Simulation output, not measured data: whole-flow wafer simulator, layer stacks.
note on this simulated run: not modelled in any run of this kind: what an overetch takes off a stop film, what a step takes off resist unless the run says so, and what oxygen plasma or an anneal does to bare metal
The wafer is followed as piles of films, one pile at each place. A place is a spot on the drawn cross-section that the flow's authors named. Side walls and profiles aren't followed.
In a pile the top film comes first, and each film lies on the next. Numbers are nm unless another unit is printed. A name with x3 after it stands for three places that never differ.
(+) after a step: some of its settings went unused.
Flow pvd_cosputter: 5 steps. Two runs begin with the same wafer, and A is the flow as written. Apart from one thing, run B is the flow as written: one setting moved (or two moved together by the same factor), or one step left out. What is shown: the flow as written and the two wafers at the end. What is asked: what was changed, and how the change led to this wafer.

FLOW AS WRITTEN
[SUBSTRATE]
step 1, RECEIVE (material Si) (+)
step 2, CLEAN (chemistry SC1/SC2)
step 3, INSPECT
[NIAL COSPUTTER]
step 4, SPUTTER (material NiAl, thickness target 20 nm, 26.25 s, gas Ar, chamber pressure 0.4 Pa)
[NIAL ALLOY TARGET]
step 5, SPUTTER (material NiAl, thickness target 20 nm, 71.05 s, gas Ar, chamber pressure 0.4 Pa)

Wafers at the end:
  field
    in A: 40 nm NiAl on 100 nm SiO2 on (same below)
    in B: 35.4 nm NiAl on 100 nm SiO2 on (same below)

The reason: step 4, SPUTTER: thickness target 15.36 nm was run, though the flow has thickness target 20 nm; step 4, SPUTTER: 20.16 s was run, where the flow has 26.25 s.

How this came from the change, step by step:
  step 4, SPUTTER (material NiAl, thickness target 20 nm, 26.25 s, gas Ar, chamber pressure 0.4 Pa)
      field: A NiAl gains 20 (new film) | B NiAl gains 15.4 (new film)
